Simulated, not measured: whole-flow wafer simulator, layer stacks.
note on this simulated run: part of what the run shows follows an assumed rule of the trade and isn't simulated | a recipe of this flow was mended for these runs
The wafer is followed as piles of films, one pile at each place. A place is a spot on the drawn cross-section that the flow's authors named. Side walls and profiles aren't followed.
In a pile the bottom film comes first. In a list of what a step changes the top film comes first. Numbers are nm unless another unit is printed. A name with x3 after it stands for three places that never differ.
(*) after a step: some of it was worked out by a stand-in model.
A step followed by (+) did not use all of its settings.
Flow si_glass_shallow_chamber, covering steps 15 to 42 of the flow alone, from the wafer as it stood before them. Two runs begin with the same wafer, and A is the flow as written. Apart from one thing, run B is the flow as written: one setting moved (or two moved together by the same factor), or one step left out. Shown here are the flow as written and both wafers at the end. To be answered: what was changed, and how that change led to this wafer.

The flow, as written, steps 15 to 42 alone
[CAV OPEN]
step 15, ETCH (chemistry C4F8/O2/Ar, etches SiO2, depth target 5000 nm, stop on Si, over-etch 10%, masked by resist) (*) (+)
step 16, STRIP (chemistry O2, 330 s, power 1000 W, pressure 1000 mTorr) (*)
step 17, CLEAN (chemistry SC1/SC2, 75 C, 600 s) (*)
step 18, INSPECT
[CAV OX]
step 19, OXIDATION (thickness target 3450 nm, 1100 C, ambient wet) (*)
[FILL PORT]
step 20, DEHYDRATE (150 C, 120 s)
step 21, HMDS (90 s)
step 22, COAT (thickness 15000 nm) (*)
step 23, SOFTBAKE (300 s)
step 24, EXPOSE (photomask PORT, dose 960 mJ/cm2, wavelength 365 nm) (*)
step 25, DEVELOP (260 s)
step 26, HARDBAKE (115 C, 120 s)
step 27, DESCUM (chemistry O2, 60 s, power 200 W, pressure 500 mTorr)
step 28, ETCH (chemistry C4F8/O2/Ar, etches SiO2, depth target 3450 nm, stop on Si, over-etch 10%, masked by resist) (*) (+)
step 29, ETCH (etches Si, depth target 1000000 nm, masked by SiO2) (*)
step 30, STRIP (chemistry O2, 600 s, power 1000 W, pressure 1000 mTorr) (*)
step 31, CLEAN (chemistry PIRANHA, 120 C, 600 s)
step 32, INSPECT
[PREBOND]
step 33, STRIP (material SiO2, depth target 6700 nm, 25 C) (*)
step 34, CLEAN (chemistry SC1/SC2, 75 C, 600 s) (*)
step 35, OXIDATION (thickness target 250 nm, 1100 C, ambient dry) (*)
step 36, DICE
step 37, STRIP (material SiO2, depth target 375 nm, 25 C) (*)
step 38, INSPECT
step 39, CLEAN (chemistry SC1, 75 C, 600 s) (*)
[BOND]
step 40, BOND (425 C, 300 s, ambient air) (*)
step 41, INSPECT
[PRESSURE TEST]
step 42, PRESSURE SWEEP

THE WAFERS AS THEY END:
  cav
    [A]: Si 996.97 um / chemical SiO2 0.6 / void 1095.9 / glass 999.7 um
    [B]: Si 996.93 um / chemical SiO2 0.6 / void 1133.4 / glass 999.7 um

The reason: step 15, ETCH: over-etch 16% was run, whereas the flow has over-etch 10%.

How this came from the change, step by step:
  step 15, ETCH (chemistry C4F8/O2/Ar, etches SiO2, depth target 5000 nm, stop on Si, over-etch 10%, masked by resist) (*) (+)
      rim, ramp, septum, ring: A thick-i-line-resist loses 1100 | B thick-i-line-resist loses 1160
      cav, port: A SiO2 loses 5000 (all of it), Si loses 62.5 | B SiO2 loses 5000 (all of it), Si loses 100
  step 22, COAT (thickness 15000 nm) (*)
      rim: A thick-i-line-resist gains 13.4 um (new film) | B thick-i-line-resist gains 13.39 um (new film)
      ramp: A thick-i-line-resist gains 12.89 um (new film) | B thick-i-line-resist gains 12.87 um (new film)
      (as well as at 1 more place)
  step 25, DEVELOP (260 s)
      port: A thick-i-line-resist loses 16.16 um (all of it) | B thick-i-line-resist loses 16.17 um (all of it)
  step 29, ETCH (etches Si, depth target 1000000 nm, masked by SiO2) (*)
      rim, ramp: A thick-i-line-resist loses 11.47 um (all of it), SiO2 loses 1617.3 | B thick-i-line-resist loses 11.45 um (all of it), SiO2 loses 1630.9
      port: A hole gains 997.05 um (new film), Si loses 997.05 um (all of it) | B hole gains 997.01 um (new film), Si loses 997.01 um (all of it)
  step 40, BOND (425 C, 300 s, ambient air) (*)
      cav: A glass gains 999.7 um (new film), void gains 1095.9 (new film) | B glass gains 999.7 um (new film), void gains 1133.4 (new film)
      port: A glass gains 999.7 um (new film), hole gains 1017.3 | B glass gains 999.7 um (new film), hole gains 1054.8
